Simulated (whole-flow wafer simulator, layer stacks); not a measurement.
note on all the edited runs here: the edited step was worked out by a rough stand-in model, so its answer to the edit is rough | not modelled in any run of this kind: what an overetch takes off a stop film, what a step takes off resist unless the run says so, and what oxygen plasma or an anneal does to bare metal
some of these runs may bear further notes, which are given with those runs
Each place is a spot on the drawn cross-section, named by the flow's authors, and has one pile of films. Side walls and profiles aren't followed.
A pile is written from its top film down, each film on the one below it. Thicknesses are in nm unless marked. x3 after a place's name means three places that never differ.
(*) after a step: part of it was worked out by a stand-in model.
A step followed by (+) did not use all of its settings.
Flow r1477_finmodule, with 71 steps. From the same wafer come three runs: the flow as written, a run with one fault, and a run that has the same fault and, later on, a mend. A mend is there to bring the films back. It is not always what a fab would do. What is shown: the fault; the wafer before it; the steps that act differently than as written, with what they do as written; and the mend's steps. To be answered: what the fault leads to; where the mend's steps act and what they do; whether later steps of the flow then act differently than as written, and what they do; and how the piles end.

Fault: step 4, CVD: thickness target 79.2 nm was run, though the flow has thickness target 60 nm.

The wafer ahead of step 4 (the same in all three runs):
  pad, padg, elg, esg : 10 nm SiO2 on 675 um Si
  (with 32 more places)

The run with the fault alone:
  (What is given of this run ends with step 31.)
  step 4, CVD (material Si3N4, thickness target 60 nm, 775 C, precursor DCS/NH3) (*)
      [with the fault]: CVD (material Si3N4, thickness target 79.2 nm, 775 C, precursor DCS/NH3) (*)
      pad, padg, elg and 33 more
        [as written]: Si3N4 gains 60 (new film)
        [with the fault]: Si3N4 gains 79.2 (new film)
  Steps further on in the flow that do not act as written:
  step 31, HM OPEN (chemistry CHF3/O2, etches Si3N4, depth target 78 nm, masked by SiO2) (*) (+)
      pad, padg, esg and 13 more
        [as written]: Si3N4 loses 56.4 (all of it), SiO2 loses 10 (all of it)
        [with the fault]: Si3N4 loses 75.6 (all of it), SiO2 loses 1.21
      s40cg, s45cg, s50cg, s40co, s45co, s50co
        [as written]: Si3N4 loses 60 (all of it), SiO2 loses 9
        [with the fault]: Si3N4 loses 78
  After step 31, at pad, padg, elg and 33 more, the piles differ from the flow's by more than 2% or 0.5 nm, whichever is larger.
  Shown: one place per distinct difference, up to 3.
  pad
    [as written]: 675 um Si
    [with the fault]: 8.79 nm SiO2 on 675 um Si
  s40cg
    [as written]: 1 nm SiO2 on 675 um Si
    [with the fault]: 1.2 nm Si3N4 on 10 nm SiO2 on 675 um Si
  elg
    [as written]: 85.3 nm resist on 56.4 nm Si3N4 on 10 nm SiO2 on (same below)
    [with the fault]: 85.3 nm resist on 75.6 nm Si3N4 on 10 nm SiO2 on (same below)

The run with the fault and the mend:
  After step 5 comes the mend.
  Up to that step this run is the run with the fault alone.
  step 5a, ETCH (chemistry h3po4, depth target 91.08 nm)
      pad, padg, elg and 33 more
        Si3N4 loses 79.2 (all of it)
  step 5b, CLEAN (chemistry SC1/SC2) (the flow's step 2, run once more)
      does not change any film at any place that is followed
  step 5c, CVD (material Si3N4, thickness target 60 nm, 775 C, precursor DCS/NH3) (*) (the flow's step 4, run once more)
      pad, padg, elg and 33 more
        Si3N4 gains 60 (new film)
  None of the later steps of the flow acts differently than as written at any place that is followed.
  At every place that both follow, the piles at the end match the flow's.
